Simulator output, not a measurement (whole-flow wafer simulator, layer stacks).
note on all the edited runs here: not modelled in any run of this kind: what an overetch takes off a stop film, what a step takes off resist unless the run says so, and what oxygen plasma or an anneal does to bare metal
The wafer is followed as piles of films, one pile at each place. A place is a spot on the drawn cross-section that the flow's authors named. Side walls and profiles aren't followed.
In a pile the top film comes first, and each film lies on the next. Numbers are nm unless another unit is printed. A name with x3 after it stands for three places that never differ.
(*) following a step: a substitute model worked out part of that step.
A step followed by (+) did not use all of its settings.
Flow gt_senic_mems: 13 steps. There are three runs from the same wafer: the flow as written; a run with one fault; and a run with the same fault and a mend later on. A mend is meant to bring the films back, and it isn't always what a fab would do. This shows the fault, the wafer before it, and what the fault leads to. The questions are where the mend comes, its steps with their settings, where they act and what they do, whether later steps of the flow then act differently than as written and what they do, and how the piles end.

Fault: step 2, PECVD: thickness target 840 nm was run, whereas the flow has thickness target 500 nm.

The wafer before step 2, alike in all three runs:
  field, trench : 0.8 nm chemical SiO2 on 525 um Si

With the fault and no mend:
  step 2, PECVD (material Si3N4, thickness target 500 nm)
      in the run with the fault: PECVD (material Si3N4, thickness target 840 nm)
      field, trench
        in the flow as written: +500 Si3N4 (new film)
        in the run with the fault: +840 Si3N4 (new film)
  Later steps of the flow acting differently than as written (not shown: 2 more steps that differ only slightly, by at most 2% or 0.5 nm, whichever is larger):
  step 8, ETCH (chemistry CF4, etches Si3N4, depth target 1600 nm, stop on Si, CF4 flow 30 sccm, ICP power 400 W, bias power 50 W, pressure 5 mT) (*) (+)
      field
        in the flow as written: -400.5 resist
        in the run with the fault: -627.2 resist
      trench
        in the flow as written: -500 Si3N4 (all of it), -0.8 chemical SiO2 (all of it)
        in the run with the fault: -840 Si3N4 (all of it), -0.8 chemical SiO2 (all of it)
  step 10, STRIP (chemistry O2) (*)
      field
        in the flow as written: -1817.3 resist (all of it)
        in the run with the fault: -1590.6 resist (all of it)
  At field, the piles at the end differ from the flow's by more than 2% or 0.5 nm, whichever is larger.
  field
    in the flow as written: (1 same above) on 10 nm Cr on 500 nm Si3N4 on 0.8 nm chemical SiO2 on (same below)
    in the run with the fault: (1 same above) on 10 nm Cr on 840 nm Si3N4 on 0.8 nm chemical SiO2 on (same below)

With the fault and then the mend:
  The mend follows step 2.
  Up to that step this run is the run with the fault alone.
  step 2a, ETCH (chemistry h3po4, depth target 340 nm)
      field, trench
        -340 Si3N4
  Later steps of the flow that are run all act as written at every place that is followed.
  By the end, the piles equal the flow's at every place that both follow.
